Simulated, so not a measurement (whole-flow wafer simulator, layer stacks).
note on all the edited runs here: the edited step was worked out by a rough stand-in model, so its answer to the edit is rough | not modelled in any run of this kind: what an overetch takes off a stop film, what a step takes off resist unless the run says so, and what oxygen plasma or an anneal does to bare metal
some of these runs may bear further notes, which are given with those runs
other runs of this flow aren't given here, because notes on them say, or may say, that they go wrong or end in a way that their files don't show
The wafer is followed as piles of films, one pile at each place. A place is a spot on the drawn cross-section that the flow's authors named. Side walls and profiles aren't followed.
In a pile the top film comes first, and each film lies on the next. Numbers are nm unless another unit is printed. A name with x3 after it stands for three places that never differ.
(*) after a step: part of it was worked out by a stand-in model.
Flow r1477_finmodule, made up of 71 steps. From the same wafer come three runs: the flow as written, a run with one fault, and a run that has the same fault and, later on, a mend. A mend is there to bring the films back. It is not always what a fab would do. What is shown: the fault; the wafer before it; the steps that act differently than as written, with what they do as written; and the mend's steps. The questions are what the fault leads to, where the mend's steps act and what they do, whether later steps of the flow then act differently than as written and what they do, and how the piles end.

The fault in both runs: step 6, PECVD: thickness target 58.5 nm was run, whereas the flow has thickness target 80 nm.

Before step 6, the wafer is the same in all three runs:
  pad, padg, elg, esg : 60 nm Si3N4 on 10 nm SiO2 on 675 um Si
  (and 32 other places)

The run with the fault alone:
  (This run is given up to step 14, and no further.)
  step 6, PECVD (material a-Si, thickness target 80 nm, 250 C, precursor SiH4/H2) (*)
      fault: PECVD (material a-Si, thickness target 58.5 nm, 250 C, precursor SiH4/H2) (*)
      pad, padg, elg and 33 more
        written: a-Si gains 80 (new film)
        fault: a-Si gains 58.5 (new film)
  None of the later steps of the flow up to step 14 acts differently than as written at any place that is followed.
  The piles after step 14 differ from the flow's at pad, padg, elg and 33 more by more than 2% or 0.5 nm, whichever is larger.
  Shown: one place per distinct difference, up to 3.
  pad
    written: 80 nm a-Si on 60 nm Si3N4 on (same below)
    fault: 58.5 nm a-Si on 60 nm Si3N4 on (same below)
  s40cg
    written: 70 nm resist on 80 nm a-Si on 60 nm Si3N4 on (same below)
    fault: 70 nm resist on 58.5 nm a-Si on 60 nm Si3N4 on (same below)

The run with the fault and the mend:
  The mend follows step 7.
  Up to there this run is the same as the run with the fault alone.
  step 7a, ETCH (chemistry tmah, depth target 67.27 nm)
      pad, padg, elg and 33 more
        a-Si loses 58.5 (all of it)
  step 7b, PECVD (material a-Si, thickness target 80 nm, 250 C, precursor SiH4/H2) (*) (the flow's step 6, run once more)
      pad, padg, elg and 33 more
        a-Si gains 80 (new film)
  None of the later steps of the flow acts differently than as written at any place that is followed.
  By the end, the piles equal the flow's at every place that both follow.
